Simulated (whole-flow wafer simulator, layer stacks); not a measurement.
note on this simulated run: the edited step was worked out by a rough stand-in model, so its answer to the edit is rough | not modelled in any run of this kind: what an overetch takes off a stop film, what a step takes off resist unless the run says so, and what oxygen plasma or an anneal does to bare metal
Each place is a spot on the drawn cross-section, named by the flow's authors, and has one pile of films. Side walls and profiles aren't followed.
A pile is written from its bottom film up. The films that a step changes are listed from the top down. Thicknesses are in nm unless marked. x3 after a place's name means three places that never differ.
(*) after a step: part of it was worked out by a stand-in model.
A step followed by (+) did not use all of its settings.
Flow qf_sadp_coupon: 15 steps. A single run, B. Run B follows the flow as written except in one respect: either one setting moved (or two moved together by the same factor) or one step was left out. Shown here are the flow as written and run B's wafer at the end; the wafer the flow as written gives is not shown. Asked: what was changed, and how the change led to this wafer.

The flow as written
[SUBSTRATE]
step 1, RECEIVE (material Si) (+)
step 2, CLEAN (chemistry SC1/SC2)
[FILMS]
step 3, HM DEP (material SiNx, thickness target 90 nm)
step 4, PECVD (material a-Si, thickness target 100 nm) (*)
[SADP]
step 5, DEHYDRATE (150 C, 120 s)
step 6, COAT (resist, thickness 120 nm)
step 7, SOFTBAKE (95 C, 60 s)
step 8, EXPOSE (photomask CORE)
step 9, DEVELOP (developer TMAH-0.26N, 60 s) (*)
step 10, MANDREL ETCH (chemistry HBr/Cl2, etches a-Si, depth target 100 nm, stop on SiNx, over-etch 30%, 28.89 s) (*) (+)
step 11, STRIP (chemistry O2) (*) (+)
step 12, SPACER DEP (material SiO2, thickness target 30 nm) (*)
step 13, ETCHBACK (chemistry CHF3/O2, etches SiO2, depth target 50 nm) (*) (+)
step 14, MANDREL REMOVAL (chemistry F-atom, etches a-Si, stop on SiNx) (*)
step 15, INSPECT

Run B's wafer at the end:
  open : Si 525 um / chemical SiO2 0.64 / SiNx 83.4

The reason: step 13, ETCHBACK: depth target 32.4 nm was run, whereas the flow has depth target 50 nm.

How this came from the change, step by step:
  step 13, ETCHBACK (chemistry CHF3/O2, etches SiO2, depth target 50 nm) (*) (+)
      m: SiO2 loses 30 (all of it), chemical SiO2 loses 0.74 (all of it), a-Si loses 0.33 (it would be, as written: SiO2 loses 30 (all of it), chemical SiO2 loses 0.74 (all of it), a-Si loses 3.85)
      open: SiO2 loses 30 (all of it), SiNx loses 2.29 (it would be, as written: SiO2 loses 30 (all of it), SiNx loses 19)
  step 14, MANDREL REMOVAL (chemistry F-atom, etches a-Si, stop on SiNx) (*)
      m: a-Si loses 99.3 (all of it) (it would be, as written: a-Si loses 95.8 (all of it))
